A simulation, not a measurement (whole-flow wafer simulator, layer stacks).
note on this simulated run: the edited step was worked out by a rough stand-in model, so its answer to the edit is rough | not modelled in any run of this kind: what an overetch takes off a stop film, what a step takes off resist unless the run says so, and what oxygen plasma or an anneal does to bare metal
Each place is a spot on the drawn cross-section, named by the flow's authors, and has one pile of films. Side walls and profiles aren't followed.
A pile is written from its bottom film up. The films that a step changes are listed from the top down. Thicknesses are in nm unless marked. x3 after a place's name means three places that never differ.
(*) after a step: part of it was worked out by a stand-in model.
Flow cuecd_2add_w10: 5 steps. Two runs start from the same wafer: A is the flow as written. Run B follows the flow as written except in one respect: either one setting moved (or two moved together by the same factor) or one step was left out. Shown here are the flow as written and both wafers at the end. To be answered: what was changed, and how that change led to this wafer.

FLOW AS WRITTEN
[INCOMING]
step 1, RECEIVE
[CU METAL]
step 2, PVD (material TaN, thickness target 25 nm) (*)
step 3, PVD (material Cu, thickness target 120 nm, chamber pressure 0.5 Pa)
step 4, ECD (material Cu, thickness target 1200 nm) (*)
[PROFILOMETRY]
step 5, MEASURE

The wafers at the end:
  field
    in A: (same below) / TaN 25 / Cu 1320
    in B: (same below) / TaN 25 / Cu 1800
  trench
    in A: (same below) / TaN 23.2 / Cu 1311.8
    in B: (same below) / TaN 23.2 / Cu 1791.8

Cause: step 4, ECD: thickness target 1680 nm was run, whereas the flow has thickness target 1200 nm.

Step by step, how the change led to this:
  step 4, ECD (material Cu, thickness target 1200 nm) (*)
      field, trench: A Cu gains 1200 | B Cu gains 1680
